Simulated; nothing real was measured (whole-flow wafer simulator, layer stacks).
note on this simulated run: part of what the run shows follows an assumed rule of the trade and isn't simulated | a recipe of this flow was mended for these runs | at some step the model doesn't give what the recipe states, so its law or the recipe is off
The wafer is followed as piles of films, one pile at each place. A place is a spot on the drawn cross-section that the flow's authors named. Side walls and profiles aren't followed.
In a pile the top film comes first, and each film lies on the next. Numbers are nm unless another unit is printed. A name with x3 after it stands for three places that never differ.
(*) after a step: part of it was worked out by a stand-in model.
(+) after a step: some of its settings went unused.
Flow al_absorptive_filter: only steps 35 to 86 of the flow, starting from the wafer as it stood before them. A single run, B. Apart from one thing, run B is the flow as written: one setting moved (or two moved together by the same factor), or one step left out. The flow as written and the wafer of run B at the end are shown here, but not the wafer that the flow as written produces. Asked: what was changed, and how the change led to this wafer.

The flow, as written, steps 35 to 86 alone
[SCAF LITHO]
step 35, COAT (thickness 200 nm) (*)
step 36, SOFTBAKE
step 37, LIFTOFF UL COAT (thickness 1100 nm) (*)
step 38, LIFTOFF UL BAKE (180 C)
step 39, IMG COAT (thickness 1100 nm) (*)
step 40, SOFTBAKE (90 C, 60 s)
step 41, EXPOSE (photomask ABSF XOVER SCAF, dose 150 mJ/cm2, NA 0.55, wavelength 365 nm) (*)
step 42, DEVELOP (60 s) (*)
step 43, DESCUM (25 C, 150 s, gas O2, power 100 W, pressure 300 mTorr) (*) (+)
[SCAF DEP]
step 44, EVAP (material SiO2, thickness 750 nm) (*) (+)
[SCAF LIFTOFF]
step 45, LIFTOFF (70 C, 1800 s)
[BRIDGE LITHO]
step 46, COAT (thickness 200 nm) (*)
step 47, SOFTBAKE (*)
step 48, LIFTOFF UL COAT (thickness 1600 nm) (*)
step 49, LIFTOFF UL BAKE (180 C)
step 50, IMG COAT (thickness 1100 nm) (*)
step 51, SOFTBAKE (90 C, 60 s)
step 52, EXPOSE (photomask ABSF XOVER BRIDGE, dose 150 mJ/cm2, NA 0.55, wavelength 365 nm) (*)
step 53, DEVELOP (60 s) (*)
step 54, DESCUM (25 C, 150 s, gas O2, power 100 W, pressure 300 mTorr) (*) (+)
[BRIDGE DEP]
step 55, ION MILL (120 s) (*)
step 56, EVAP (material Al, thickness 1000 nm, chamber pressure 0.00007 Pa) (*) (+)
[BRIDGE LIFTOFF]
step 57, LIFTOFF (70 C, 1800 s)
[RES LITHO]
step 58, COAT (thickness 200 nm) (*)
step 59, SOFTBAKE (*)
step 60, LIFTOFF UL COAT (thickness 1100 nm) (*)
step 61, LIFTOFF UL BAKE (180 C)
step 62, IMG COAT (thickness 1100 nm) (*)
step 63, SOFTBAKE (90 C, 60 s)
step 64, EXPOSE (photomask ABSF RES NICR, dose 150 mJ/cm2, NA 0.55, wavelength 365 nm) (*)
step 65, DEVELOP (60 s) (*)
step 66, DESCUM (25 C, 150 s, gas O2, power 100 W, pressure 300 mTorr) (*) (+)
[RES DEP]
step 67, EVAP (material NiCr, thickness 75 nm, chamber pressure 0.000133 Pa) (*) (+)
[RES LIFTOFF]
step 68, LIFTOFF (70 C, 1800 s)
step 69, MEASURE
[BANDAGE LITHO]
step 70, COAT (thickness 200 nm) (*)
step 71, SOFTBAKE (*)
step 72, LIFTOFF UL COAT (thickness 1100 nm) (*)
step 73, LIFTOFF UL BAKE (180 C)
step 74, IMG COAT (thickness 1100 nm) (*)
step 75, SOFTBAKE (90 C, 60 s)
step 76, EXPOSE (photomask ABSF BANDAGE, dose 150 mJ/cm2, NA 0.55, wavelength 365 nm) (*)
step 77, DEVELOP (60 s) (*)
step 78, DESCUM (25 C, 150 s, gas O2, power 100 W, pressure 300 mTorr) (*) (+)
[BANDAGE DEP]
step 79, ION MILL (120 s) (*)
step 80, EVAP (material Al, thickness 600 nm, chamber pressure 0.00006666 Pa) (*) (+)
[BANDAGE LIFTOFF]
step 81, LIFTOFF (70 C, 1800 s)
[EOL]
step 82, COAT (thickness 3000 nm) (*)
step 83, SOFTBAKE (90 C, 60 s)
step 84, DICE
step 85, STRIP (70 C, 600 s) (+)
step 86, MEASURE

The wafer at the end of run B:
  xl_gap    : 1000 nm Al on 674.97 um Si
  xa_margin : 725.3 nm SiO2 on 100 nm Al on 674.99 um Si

The reason: step 43, DESCUM: 94 s was run, while the flow as written has 150 s.

Step by step, how the change led to this:
  step 43, DESCUM (25 C, 150 s, gas O2, power 100 W, pressure 300 mTorr) (*) (+)
      xl_gap: -200 acrylic-e-beam-resist (it would be, as written: -265.9 acrylic-e-beam-resist (all of it))
      gnd, pad_far, pad_near and 7 more: -100 i-line-resist (it would be, as written: -159.6 i-line-resist)
  step 45, LIFTOFF (70 C, 1800 s)
      xl_gap: -750 SiO2 (all of it), -66 acrylic-e-beam-resist (all of it) (it would be, as written: nothing)
      gnd, xa_field, xl_land, idc_field: -750 SiO2 (all of it), -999 i-line-resist (all of it), -1100 lift-off-underlayer (all of it), -200 acrylic-e-beam-resist (all of it) (it would be, as written: -750 SiO2 (all of it), -939.4 i-line-resist (all of it), -1100 lift-off-underlayer (all of it), -200 acrylic-e-beam-resist (all of it))
      (as well as at 6 more places)
  step 46, COAT (thickness 200 nm) (*)
      xl_land: +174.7 acrylic-e-beam-resist (new film) (it would be, as written: +218.5 acrylic-e-beam-resist (new film))
      xl_gap: +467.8 acrylic-e-beam-resist (new film) (it would be, as written: +97.9 acrylic-e-beam-resist (new film))
      (as well as at 1 more place)
  step 48, LIFTOFF UL COAT (thickness 1600 nm) (*)
      xl_gap: +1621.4 lift-off-underlayer (new film) (it would be, as written: +1316.9 lift-off-underlayer (new film))
      xl_turn: +1163.2 lift-off-underlayer (new film) (it would be, as written: +1215.9 lift-off-underlayer (new film))
  step 53, DEVELOP (60 s) (*)
      xl_gap: -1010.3 i-line-resist (all of it), -1621.4 lift-off-underlayer (all of it) (it would be, as written: -1001.2 i-line-resist (all of it), -1316.9 lift-off-underlayer (all of it))
      xl_turn: -974.7 i-line-resist (all of it), -1163.2 lift-off-underlayer (all of it) (it would be, as written: -967.9 i-line-resist (all of it), -1215.9 lift-off-underlayer (all of it))
  step 54, DESCUM (25 C, 150 s, gas O2, power 100 W, pressure 300 mTorr) (*) (+)
      gnd, pad_far, pad_near and 7 more: -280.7 i-line-resist (it would be, as written: -131.1 i-line-resist)
      xl_land: -174.7 acrylic-e-beam-resist (all of it) (it would be, as written: -218.5 acrylic-e-beam-resist (all of it))
      (as well as at 2 more places)
  step 55, ION MILL (120 s) (*)
      xl_gap: -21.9 Si (it would be, as written: -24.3 SiO2)
  step 57, LIFTOFF (70 C, 1800 s)
      gnd, xa_field, idc_field: -1000 Al (all of it), -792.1 i-line-resist (all of it), -1600 lift-off-underlayer (all of it), -200 acrylic-e-beam-resist (all of it) (it would be, as written: -1000 Al (all of it), -941.6 i-line-resist (all of it), -1600 lift-off-underlayer (all of it), -200 acrylic-e-beam-resist (all of it))
      pad_far: -1000 Al (all of it), -791 i-line-resist (all of it), -1591.1 lift-off-underlayer (all of it), -198.5 acrylic-e-beam-resist (all of it) (it would be, as written: -1000 Al (all of it), -940.5 i-line-resist (all of it), -1591.1 lift-off-underlayer (all of it), -198.5 acrylic-e-beam-resist (all of it))
      (as well as at 6 more places)
  step 58, COAT (thickness 200 nm) (*)
      xl_gap: +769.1 acrylic-e-beam-resist (new film) (it would be, as written: +123.8 acrylic-e-beam-resist (new film))
      xl_turn: +127.8 acrylic-e-beam-resist (new film) (it would be, as written: +146.6 acrylic-e-beam-resist (new film))
  step 60, LIFTOFF UL COAT (thickness 1100 nm) (*)
      xl_gap: +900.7 lift-off-underlayer (new film) (it would be, as written: +831.4 lift-off-underlayer (new film))
  step 68, LIFTOFF (70 C, 1800 s)
      xl_gap: -75 NiCr (all of it), -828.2 i-line-resist (all of it), -900.7 lift-off-underlayer (all of it), -769.1 acrylic-e-beam-resist (all of it) (it would be, as written: -75 NiCr (all of it), -818.3 i-line-resist (all of it), -831.4 lift-off-underlayer (all of it), -123.8 acrylic-e-beam-resist (all of it))
      xl_turn: -75 NiCr (all of it), -769.7 i-line-resist (all of it), -767.3 lift-off-underlayer (all of it), -127.8 acrylic-e-beam-resist (all of it) (it would be, as written: -75 NiCr (all of it), -760.9 i-line-resist (all of it), -781.4 lift-off-underlayer (all of it), -146.6 acrylic-e-beam-resist (all of it))
  step 70, COAT (thickness 200 nm) (*)
      xl_gap: +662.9 acrylic-e-beam-resist (new film) (it would be, as written: +114.6 acrylic-e-beam-resist (new film))
      xl_turn: +124.2 acrylic-e-beam-resist (new film) (it would be, as written: +144.3 acrylic-e-beam-resist (new film))
  step 72, LIFTOFF UL COAT (thickness 1100 nm) (*)
      xl_gap: +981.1 lift-off-underlayer (new film) (it would be, as written: +837.4 lift-off-underlayer (new film))
      xl_turn: +748.6 lift-off-underlayer (new film) (it would be, as written: +781 lift-off-underlayer (new film))
  step 81, LIFTOFF (70 C, 1800 s)
      xl_gap: -600 Al (all of it), -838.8 i-line-resist (all of it), -981.1 lift-off-underlayer (all of it), -662.9 acrylic-e-beam-resist (all of it) (it would be, as written: -600 Al (all of it), -824.6 i-line-resist (all of it), -837.4 lift-off-underlayer (all of it), -114.6 acrylic-e-beam-resist (all of it))
      xl_turn: -600 Al (all of it), -776.7 i-line-resist (all of it), -748.6 lift-off-underlayer (all of it), -124.2 acrylic-e-beam-resist (all of it) (it would be, as written: -600 Al (all of it), -766.6 i-line-resist (all of it), -781 lift-off-underlayer (all of it), -144.3 acrylic-e-beam-resist (all of it))
  step 82, COAT (thickness 3000 nm) (*)
      xl_gap: +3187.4 i-line-resist (new film) (it would be, as written: +2468.8 i-line-resist (new film))
  step 83, SOFTBAKE (90 C, 60 s)
      xl_gap: -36 i-line-resist (it would be, as written: -40.9 i-line-resist)
      xl_turn: -43.7 i-line-resist (it would be, as written: -52 i-line-resist)
  step 85, STRIP (70 C, 600 s) (+)
      xl_gap: -3151.4 i-line-resist (all of it) (it would be, as written: -2427.9 i-line-resist (all of it))
